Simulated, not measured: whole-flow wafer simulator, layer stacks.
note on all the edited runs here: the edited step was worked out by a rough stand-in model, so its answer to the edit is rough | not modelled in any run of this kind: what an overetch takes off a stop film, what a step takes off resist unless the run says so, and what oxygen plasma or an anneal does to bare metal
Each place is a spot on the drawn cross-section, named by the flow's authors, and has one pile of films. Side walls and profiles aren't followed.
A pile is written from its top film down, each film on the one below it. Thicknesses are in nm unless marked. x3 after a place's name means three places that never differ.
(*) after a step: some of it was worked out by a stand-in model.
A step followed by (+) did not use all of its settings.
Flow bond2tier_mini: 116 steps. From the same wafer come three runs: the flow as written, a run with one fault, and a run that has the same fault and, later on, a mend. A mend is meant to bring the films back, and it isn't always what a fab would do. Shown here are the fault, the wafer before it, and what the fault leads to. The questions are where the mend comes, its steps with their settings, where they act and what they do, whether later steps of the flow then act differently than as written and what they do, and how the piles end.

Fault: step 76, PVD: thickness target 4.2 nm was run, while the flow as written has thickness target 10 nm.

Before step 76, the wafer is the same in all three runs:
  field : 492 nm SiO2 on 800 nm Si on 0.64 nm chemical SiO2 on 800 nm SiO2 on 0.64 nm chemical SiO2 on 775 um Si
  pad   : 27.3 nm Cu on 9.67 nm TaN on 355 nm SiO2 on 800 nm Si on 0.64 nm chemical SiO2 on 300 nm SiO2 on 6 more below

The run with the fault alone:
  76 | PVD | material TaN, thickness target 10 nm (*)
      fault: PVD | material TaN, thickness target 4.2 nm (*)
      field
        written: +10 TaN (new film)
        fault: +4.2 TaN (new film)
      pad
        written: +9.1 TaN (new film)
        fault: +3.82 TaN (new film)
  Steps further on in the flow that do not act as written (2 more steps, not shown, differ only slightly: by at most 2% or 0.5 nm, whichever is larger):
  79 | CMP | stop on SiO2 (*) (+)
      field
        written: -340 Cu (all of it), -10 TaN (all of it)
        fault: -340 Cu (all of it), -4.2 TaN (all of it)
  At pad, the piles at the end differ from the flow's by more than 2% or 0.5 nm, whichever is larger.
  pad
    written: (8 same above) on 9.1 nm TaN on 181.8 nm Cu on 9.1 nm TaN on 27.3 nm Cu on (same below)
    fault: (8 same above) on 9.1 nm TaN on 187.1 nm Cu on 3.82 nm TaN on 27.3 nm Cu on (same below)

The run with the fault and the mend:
  After step 76 comes the mend.
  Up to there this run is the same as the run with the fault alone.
  76a | PVD | material TaN, thickness target 5.8 nm (*) (a further turn of the flow's step 76, with different settings)
      field
        +5.8 TaN
      pad
        +5.28 TaN
  None of the later steps of the flow acts differently than as written at any place that is followed.
  The piles end the same as the flow's at every place that both follow.
